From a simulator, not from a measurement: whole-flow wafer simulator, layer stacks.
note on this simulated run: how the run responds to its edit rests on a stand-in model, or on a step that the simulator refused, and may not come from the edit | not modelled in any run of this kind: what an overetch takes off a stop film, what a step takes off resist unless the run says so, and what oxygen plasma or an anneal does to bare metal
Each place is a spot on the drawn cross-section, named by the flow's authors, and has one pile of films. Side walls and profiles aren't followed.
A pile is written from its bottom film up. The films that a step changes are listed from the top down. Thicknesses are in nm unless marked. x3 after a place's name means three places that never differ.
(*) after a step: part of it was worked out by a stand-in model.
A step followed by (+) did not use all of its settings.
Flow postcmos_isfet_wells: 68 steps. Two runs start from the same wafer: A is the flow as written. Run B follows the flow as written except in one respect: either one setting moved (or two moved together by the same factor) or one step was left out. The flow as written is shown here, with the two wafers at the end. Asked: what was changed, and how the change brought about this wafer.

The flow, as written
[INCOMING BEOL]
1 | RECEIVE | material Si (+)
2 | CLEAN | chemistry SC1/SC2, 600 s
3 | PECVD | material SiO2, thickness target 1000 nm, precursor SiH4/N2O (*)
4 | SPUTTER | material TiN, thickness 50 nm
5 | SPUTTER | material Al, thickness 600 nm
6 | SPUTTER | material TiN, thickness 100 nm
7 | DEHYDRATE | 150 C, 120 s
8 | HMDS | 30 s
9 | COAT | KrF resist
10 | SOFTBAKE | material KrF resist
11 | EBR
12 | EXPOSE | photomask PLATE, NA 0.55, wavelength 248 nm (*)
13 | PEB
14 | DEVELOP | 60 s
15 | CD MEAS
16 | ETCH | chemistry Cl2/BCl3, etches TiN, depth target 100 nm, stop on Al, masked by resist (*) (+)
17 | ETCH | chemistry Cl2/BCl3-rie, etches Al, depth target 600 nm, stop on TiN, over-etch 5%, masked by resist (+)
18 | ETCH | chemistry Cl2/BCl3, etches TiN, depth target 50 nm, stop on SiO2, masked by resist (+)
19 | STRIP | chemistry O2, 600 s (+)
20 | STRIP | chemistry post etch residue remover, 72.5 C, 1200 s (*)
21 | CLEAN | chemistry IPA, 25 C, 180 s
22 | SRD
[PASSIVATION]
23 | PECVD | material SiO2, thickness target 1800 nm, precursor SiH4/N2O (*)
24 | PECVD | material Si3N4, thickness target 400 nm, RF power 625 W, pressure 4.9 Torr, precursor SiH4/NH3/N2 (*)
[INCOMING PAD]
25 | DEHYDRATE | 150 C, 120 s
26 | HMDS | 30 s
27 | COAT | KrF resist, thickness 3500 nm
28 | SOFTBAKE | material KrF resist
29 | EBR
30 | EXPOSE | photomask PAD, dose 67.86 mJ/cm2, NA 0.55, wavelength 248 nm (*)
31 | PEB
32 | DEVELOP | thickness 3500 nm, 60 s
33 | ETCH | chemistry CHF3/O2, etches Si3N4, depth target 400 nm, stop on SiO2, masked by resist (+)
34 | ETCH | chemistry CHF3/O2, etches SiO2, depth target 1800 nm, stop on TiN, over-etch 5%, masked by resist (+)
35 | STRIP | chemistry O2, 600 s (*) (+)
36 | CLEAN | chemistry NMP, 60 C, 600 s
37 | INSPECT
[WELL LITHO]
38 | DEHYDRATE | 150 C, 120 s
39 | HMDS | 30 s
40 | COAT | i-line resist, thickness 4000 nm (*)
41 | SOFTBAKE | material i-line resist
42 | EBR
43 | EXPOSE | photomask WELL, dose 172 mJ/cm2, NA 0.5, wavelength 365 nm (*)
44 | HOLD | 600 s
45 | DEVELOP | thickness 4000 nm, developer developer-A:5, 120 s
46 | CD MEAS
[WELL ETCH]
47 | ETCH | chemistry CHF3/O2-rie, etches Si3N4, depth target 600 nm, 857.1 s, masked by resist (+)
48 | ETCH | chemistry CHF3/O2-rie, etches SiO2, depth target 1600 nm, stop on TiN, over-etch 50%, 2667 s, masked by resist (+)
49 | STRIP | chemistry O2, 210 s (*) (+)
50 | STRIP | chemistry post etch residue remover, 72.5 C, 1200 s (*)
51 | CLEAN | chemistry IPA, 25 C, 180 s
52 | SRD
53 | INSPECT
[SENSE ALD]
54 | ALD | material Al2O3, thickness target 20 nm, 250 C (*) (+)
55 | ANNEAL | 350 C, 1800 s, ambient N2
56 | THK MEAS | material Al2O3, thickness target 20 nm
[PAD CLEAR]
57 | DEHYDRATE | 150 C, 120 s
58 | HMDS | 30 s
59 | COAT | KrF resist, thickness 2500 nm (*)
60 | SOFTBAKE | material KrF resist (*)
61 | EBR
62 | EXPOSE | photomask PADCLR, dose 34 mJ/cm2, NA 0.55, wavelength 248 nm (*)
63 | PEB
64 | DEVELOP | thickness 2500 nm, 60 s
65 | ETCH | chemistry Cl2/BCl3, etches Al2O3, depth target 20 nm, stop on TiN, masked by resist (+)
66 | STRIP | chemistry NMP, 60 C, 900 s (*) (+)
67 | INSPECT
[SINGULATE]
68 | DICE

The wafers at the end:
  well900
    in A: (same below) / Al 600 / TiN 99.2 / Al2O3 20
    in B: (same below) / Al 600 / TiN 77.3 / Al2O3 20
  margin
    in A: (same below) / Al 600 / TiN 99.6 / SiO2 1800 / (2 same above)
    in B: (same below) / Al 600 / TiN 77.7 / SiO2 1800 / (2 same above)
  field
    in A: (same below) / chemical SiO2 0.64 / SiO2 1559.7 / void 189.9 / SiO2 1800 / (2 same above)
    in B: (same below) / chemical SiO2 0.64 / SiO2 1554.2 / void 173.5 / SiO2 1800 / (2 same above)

The reason: step 6, SPUTTER: thickness 78.12 nm was run, whereas the flow has thickness 100 nm.

The path from the change to this, step by step:
  6 | SPUTTER | material TiN, thickness 100 nm
      field, margin, well900 and 6 more: A TiN gains 100 (new film) | B TiN gains 78.1 (new film)
  16 | ETCH | chemistry Cl2/BCl3, etches TiN, depth target 100 nm, stop on Al, masked by resist (*) (+)
      field: A TiN loses 100 (all of it) | B TiN loses 78.1 (all of it)
  23 | PECVD | material SiO2, thickness target 1800 nm, precursor SiH4/N2O (*)
      field: A SiO2 gains 1800 (new film), void gains 189.9 (new film), SiO2 gains 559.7 | B SiO2 gains 1800 (new film), void gains 173.5 (new film), SiO2 gains 554.2
